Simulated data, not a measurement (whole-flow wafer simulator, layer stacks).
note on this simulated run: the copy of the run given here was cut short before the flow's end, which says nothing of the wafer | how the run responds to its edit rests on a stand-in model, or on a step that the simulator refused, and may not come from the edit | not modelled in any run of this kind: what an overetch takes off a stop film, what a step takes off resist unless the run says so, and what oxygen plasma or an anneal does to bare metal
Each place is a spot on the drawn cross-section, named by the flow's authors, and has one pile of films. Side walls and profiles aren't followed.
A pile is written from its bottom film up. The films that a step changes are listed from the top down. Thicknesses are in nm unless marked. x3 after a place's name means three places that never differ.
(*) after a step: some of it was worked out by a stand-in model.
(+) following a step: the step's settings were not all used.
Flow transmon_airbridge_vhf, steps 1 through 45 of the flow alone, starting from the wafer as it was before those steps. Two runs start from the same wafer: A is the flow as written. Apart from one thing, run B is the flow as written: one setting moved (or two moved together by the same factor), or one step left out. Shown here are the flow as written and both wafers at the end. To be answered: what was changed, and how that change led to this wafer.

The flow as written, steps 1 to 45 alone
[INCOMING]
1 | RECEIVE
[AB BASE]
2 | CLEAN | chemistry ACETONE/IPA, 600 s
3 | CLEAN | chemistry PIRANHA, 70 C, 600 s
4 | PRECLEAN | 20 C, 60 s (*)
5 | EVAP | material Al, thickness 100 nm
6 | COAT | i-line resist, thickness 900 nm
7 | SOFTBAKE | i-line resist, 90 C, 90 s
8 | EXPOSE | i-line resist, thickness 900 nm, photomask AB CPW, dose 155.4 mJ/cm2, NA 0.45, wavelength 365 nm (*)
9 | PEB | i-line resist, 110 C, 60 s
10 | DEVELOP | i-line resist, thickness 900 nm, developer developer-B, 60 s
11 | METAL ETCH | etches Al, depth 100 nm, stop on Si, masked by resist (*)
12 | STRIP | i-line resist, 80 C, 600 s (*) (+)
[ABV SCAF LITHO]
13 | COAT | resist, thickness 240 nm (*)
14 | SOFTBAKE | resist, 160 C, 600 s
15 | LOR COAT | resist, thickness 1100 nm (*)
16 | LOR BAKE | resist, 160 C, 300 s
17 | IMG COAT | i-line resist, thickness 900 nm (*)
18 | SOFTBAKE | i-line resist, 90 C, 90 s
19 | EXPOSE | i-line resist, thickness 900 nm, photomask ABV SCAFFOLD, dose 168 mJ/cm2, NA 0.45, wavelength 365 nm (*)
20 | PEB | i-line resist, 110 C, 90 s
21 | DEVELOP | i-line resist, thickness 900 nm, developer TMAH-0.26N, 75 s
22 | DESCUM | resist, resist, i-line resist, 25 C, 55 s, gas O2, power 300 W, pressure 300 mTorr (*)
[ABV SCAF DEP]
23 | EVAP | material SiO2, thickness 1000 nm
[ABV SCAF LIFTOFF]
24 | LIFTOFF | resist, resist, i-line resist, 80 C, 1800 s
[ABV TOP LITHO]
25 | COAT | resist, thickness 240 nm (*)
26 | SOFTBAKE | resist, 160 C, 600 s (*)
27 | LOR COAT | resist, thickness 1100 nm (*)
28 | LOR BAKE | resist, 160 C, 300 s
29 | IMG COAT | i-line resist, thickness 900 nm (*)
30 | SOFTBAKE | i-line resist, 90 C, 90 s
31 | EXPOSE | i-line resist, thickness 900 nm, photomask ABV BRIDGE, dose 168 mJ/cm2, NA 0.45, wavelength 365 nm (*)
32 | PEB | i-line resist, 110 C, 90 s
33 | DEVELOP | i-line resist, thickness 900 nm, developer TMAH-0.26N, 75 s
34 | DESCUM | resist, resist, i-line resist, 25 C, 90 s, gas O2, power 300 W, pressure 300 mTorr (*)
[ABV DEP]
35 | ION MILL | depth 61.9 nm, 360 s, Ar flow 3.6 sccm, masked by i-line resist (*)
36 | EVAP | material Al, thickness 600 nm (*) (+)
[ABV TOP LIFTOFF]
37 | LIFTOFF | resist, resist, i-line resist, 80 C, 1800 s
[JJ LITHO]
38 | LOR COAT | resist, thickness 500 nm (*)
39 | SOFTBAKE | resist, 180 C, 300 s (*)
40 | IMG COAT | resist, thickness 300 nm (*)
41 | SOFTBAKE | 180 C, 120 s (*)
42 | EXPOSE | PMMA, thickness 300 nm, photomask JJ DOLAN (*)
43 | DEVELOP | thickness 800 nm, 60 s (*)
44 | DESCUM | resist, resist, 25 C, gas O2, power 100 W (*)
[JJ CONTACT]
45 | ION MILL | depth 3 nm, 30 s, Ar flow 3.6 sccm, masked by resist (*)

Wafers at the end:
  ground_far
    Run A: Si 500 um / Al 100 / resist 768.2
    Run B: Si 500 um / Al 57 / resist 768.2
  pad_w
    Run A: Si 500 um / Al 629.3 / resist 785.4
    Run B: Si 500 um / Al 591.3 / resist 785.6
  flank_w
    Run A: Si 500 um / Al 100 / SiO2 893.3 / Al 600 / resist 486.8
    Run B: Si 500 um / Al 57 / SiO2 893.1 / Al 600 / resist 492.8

Cause: step 5, EVAP: thickness 57 nm was run, whereas the flow has thickness 100 nm.
The wafer lets one read it off: ground_far has Al 57, and step 5 as written asks for 100 nm.

How this came from the change, step by step:
  5 | EVAP | material Al, thickness 100 nm
      field x3, jj_line, ground_far and 12 more: A Al gains 100 (new film) | B Al gains 57 (new film)
  11 | METAL ETCH | etches Al, depth 100 nm, stop on Si, masked by resist (*)
      ground_far, pad_w, flank_w and 8 more: A i-line resist loses 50 | B i-line resist loses 42.8
      field x3, jj_line, gap_w, gap_e: A Al loses 100 (all of it) | B Al loses 57 (all of it)
  13 | COAT | resist, thickness 240 nm (*)
      flank_w, flank_e: A resist gains 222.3 (new film) | B resist gains 229.4 (new film)
  22 | DESCUM | resist, resist, i-line resist, 25 C, 55 s, gas O2, power 300 W, pressure 300 mTorr (*)
      flank_w, flank_e: A resist loses 222.3 (all of it) | B resist loses 229.4 (all of it)
  25 | COAT | resist, thickness 240 nm (*)
      flank_w, flank_e: A resist gains 152.6 (new film) | B resist gains 157.5 (new film)
      gap_w, gap_e: A resist gains 210.7 (new film) | B resist gains 206.1 (new film)
  34 | DESCUM | resist, resist, i-line resist, 25 C, 90 s, gas O2, power 300 W, pressure 300 mTorr (*)
      flank_w, flank_e: A resist loses 152.6 (all of it) | B resist loses 157.5 (all of it)
      gap_w, gap_e: A resist loses 210.7 (all of it) | B resist loses 206.1 (all of it)
  35 | ION MILL | depth 61.9 nm, 360 s, Ar flow 3.6 sccm, masked by i-line resist (*)
      pad_w, pad_e: A Al loses 61.9 | B Al loses 57 (all of it), Si loses 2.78
  36 | EVAP | material Al, thickness 600 nm (*) (+)
      pad_w, pad_e: A Al gains 591.2 | B Al gains 591.3 (new film)
  40 | IMG COAT | resist, thickness 300 nm (*)
      flank_w, flank_e: A resist gains 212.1 | B resist gains 218.8
